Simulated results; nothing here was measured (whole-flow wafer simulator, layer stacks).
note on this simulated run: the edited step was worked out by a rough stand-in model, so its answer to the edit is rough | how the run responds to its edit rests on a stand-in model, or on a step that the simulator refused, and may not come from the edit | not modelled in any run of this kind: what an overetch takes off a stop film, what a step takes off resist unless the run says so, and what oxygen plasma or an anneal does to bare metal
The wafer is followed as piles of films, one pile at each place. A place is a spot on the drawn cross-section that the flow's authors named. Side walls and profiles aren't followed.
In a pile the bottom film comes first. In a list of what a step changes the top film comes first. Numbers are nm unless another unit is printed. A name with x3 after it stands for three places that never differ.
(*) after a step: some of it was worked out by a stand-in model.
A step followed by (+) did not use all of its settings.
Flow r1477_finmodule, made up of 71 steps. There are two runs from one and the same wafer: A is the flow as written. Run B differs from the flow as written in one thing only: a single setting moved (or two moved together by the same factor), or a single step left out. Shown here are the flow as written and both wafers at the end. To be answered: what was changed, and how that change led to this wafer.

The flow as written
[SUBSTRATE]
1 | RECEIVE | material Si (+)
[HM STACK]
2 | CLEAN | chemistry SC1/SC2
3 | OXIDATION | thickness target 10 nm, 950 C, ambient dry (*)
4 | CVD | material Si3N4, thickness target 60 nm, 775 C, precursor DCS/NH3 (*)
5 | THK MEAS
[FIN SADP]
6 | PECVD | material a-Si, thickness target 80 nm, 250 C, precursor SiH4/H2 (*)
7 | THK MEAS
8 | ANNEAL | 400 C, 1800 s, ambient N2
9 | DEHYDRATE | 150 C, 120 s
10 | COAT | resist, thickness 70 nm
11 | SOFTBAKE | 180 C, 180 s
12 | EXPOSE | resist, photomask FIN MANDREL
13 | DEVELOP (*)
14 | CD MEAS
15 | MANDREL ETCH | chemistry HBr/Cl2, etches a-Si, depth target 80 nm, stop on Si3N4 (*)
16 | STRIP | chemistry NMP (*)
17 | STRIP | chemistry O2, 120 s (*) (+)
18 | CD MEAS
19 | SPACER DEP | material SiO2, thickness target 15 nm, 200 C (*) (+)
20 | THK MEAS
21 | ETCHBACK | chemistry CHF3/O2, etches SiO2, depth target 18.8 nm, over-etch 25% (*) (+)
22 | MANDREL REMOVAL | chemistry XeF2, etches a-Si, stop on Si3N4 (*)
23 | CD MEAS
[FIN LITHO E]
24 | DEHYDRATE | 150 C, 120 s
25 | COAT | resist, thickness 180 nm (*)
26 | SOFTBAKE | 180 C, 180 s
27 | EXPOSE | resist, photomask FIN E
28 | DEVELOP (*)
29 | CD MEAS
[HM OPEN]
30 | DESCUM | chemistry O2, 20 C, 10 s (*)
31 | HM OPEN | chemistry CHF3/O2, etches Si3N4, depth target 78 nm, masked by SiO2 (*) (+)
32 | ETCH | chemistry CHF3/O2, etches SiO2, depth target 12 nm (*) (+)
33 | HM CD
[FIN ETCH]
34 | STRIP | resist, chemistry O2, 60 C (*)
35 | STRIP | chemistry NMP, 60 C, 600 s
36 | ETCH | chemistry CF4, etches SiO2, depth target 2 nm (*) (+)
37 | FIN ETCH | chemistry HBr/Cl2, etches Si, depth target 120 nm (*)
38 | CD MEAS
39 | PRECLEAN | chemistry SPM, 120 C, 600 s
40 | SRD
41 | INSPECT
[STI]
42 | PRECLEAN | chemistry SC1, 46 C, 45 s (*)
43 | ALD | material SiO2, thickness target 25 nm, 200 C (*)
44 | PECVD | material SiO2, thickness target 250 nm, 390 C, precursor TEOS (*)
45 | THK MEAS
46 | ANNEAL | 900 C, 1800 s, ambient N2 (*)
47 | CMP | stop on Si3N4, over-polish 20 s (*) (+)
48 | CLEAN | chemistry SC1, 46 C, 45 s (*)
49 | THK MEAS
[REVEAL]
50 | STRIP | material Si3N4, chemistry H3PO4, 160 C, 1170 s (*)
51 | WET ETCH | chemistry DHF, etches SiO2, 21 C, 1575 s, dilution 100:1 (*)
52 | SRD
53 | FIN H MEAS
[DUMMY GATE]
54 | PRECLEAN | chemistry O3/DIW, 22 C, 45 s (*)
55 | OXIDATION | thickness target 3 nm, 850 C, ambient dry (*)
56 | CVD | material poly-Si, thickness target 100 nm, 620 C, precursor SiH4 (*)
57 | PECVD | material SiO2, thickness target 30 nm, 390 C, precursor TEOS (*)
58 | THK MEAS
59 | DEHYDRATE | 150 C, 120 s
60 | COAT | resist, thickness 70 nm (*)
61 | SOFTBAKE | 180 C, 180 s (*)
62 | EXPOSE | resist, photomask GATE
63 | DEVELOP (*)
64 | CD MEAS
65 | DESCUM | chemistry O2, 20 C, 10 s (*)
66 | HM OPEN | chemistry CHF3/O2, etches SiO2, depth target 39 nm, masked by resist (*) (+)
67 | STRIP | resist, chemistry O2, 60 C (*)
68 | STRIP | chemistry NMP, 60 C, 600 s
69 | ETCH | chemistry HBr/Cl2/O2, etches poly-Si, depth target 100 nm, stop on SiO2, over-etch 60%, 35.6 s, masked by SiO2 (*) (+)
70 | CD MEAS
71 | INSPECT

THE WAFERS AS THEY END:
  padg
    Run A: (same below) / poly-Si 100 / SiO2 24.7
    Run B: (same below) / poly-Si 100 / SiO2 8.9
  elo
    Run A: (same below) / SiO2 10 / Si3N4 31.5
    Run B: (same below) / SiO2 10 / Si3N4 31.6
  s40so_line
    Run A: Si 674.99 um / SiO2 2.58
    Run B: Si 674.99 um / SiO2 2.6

The reason: step 57, PECVD: thickness target 14.2 nm was run, while the flow as written has thickness target 30 nm.

How this came from the change, step by step:
  57 | PECVD | material SiO2, thickness target 30 nm, 390 C, precursor TEOS (*)
      pad, padg, elg and 33 more: A +30 SiO2 (new film) | B +14.2 SiO2 (new film)
  66 | HM OPEN | chemistry CHF3/O2, etches SiO2, depth target 39 nm, masked by resist (*) (+)
      pad, elo, eso and 15 more: A -30 SiO2 (all of it), -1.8 poly-Si | B -14.2 SiO2 (all of it), -1.42 poly-Si
      padg, elg, esg and 15 more: A -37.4 resist | B -20.4 resist
  67 | STRIP | resist, chemistry O2, 60 C (*)
      padg, elg, esg: A -15.9 resist (all of it) | B -32.9 resist (all of it)
      e40lg, e100lg, e200lg: A -12.8 resist (all of it) | B -29.7 resist (all of it)
      (also at 12 further places)
